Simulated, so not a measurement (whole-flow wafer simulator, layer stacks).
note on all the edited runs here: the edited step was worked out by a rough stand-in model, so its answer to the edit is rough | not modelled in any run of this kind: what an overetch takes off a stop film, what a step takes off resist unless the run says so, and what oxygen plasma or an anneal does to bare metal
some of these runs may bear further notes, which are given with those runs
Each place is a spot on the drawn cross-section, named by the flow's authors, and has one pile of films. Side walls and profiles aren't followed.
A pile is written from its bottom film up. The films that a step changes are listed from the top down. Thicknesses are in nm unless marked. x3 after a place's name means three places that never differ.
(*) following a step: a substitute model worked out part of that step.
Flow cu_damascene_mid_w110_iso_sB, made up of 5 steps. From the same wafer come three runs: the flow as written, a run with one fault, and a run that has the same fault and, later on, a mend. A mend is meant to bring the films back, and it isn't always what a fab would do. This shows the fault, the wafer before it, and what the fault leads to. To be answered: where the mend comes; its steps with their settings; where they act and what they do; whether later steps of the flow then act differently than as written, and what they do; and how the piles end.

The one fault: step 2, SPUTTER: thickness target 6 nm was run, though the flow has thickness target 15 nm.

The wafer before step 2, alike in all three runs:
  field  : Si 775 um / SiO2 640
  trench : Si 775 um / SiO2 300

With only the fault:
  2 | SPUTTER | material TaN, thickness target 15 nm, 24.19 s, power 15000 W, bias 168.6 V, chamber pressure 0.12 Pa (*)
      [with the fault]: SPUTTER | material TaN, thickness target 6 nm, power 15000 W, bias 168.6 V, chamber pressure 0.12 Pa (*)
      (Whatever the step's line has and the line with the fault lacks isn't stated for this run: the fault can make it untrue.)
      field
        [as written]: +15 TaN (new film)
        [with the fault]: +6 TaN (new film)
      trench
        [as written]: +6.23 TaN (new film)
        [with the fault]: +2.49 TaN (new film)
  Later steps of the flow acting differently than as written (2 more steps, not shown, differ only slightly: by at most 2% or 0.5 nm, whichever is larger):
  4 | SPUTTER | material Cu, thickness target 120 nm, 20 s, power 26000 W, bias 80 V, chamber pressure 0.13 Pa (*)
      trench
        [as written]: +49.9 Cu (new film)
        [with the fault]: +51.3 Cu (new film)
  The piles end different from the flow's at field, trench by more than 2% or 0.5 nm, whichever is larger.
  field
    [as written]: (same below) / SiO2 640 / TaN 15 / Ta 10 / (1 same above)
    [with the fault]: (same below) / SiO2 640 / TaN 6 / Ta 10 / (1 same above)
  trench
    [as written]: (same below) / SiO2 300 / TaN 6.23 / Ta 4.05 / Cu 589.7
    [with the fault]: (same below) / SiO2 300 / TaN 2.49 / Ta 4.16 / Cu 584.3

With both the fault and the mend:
  The mend stands after step 2.
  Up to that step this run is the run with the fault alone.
  2a | SPUTTER | material TaN, thickness target 9 nm, power 15000 W, bias 168.6 V, chamber pressure 0.12 Pa (*) (the flow's step 2 again, with other settings)
      field
        +9 TaN
      trench
        +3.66 TaN
  None of the later steps of the flow differs from how it acts as written, at any place that is followed, by more than 2% or 0.5 nm, whichever is larger.
  The piles end only slightly different from the flow's at the places that both follow, by no more than 2% or 0.5 nm, whichever is larger.
